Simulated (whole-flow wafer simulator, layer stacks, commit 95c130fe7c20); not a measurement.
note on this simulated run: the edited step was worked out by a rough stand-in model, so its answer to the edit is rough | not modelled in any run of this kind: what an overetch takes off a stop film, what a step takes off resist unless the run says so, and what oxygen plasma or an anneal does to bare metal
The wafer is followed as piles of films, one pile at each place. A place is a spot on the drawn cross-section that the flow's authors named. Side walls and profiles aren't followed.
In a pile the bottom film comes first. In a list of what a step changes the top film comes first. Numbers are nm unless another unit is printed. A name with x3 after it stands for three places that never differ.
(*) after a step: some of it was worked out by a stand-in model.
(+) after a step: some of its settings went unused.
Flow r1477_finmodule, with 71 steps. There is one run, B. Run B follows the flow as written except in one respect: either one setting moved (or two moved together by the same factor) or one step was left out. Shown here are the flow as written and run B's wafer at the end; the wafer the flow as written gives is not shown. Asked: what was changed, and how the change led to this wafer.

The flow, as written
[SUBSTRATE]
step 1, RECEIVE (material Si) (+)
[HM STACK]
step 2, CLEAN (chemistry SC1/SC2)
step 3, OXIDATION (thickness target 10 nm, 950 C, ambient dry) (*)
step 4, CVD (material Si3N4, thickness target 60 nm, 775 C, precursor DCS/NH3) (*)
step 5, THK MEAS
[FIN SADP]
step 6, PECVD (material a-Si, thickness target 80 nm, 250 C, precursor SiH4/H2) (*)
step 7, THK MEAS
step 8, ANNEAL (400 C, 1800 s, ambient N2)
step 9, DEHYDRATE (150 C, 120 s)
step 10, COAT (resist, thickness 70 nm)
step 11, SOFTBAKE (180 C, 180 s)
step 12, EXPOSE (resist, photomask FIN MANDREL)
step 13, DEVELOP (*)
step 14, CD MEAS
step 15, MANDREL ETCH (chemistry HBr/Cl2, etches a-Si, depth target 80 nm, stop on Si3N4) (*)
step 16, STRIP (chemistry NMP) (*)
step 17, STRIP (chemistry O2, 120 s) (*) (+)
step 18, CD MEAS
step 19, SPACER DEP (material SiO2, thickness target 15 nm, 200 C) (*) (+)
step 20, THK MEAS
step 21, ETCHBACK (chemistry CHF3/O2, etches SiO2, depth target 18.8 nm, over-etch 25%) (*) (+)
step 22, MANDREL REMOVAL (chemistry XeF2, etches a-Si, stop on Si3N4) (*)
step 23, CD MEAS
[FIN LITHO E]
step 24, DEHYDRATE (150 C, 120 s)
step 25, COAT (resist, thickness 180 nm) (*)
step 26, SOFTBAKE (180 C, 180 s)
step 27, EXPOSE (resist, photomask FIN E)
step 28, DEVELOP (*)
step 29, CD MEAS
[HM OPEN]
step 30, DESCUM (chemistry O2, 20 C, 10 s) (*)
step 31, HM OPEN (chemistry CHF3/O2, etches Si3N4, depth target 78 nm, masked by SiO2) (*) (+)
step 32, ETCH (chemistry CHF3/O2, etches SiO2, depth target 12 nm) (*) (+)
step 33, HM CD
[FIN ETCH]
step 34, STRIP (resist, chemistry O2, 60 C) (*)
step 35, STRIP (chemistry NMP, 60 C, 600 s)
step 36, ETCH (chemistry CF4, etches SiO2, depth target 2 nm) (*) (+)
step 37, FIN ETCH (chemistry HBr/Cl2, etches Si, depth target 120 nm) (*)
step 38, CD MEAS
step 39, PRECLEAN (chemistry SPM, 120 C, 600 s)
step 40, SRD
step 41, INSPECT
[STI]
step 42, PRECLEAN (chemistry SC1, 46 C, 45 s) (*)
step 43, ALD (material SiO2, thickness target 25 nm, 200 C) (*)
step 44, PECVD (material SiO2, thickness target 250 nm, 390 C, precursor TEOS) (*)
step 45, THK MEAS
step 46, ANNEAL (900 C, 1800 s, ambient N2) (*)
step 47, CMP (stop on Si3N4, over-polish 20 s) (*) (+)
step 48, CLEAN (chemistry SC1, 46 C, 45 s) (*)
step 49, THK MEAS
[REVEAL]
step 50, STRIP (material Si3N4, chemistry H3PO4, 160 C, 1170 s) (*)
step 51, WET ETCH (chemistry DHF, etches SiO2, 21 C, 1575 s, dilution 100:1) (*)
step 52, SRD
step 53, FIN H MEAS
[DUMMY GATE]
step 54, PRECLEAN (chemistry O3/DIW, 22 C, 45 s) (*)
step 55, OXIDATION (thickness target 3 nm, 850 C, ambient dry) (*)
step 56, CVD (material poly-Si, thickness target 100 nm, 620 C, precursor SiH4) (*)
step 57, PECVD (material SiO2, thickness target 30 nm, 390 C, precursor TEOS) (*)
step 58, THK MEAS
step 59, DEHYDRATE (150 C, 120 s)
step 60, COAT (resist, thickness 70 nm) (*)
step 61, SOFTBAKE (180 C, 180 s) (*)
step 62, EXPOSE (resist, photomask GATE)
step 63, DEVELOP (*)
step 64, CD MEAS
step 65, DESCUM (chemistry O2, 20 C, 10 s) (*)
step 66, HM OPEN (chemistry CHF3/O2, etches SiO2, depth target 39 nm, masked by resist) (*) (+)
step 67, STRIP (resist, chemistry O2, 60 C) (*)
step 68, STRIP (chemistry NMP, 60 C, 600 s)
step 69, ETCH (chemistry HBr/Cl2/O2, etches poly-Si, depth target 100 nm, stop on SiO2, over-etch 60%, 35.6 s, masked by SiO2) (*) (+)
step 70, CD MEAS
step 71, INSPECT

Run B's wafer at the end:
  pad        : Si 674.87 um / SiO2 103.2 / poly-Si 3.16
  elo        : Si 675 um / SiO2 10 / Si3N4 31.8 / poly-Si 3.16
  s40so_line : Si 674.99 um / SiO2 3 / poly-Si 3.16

What caused this: step 69, ETCH: depth target 59 nm was run, whereas the flow has depth target 100 nm; step 69, ETCH: 21 s was run, where the flow has 35.6 s.

Step by step, how the change led to this:
  step 69, ETCH (chemistry HBr/Cl2/O2, etches poly-Si, depth target 100 nm, stop on SiO2, over-etch 60%, 35.6 s, masked by SiO2) (*) (+)
      pad, eso, e40so and 8 more: -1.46 chemical SiO2 (all of it), -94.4 poly-Si (in the flow as written it would be: -1.46 chemical SiO2 (all of it), -97.6 poly-Si (all of it), -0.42 SiO2)
      elo, e40lo, e100lo, e200lo: -1.46 chemical SiO2 (all of it), -94.4 poly-Si (in the flow as written it would be: -1.46 chemical SiO2 (all of it), -97.6 poly-Si (all of it), -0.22 Si3N4)
      (also at 21 further places)
